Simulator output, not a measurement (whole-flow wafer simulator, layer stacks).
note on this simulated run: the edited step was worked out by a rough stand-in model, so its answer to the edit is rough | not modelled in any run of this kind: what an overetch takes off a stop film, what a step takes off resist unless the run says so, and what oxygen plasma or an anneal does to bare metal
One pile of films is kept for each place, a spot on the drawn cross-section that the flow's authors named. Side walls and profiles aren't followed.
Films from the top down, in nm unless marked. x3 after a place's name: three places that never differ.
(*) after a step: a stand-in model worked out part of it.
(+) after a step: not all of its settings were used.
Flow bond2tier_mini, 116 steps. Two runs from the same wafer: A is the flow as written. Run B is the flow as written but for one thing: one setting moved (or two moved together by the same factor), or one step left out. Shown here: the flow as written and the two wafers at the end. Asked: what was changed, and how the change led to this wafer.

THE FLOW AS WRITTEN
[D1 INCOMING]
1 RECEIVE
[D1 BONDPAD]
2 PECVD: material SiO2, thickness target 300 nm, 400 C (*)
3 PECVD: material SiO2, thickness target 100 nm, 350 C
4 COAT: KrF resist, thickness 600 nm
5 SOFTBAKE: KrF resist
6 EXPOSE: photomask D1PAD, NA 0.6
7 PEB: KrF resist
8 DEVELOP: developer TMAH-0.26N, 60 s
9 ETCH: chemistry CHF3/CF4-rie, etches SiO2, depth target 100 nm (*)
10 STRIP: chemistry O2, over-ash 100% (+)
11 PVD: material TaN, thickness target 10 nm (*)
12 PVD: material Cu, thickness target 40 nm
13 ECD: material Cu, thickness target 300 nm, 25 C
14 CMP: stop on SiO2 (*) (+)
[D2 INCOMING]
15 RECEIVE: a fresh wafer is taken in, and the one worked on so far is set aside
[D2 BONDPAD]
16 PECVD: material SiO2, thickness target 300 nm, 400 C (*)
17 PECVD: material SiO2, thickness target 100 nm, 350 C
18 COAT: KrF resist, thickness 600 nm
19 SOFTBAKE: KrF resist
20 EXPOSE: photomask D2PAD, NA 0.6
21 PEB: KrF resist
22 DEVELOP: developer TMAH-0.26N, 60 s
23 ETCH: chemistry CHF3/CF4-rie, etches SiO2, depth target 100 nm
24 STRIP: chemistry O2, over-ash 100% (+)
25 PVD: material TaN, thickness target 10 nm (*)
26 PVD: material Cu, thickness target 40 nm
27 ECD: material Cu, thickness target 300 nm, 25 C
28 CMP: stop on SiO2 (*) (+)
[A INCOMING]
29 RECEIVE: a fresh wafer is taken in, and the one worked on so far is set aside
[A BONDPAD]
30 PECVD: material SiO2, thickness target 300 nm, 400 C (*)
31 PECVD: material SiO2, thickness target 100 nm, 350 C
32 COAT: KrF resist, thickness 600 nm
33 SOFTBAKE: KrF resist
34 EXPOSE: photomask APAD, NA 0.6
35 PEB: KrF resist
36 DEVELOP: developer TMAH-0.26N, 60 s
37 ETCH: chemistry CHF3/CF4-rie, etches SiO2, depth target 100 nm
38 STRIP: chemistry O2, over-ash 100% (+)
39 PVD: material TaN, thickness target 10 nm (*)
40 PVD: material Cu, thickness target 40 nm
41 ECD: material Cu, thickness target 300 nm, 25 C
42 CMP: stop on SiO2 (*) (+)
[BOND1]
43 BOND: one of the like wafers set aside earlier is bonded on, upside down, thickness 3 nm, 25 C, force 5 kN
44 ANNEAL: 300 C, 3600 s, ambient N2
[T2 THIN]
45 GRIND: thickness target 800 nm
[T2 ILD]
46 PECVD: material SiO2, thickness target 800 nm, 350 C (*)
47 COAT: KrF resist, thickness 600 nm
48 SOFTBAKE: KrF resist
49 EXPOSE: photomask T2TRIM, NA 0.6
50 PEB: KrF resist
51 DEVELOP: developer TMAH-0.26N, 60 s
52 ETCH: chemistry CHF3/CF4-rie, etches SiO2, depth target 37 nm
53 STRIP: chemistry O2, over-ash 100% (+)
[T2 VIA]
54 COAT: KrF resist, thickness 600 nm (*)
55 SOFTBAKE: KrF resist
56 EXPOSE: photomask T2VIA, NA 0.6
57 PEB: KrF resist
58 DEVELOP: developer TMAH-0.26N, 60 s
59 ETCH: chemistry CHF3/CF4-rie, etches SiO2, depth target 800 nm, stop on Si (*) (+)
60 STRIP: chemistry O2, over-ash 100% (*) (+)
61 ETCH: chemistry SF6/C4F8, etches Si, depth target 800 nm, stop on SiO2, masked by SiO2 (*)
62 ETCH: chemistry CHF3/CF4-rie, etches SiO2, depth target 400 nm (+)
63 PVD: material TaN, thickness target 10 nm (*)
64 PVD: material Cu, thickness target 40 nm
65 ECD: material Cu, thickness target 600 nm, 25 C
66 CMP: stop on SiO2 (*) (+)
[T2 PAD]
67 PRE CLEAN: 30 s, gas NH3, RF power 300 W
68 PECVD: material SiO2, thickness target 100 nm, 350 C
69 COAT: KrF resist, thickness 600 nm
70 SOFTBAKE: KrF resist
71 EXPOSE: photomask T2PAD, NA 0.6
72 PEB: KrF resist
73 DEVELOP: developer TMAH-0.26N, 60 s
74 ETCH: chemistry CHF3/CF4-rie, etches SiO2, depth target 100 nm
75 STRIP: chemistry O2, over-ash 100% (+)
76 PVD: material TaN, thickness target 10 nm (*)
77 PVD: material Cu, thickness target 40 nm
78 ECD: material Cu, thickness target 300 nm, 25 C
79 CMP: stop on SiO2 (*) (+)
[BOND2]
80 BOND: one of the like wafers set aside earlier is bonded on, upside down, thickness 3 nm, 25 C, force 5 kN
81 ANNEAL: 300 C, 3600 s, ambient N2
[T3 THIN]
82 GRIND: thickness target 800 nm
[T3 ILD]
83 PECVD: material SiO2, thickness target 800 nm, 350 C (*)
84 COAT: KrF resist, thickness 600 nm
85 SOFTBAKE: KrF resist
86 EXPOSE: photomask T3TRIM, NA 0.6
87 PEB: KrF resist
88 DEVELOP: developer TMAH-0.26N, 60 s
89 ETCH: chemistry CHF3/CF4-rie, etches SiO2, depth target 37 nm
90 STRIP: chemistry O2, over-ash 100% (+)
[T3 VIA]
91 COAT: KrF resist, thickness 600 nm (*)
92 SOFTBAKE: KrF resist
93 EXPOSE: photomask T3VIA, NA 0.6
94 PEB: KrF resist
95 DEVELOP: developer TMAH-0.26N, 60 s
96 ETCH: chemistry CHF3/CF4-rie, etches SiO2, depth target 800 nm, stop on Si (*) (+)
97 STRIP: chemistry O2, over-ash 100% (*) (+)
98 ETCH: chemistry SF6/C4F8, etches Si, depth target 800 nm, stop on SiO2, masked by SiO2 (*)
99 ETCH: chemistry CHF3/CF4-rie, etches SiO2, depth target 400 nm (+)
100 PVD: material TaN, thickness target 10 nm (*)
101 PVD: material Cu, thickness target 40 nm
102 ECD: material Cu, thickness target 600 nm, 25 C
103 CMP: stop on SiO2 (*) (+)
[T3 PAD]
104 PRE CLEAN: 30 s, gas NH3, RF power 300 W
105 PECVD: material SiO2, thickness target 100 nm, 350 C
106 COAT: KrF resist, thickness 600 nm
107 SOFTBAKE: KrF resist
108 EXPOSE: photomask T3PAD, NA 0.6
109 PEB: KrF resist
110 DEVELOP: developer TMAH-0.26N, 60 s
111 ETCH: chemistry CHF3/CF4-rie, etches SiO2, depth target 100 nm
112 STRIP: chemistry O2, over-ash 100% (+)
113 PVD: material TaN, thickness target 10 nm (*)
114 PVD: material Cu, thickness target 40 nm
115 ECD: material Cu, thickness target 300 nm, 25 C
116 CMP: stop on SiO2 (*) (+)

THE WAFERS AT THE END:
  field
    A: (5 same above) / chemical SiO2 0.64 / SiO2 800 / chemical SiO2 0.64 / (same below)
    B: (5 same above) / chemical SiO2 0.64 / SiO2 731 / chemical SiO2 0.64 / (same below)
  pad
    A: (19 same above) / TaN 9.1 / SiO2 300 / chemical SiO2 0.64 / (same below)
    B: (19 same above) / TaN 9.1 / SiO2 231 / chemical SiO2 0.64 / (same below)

The cause: step 30, PECVD: thickness target 231 nm was run, where the flow has thickness target 300 nm.
It can be read off the wafer: pad has SiO2 231, and step 30 as written asks for 300 nm.

How the change led to this, step by step:
  30 PECVD: material SiO2, thickness target 300 nm, 400 C (*)
      field, pad, via: A SiO2 +300 (new film) | B SiO2 +231 (new film)
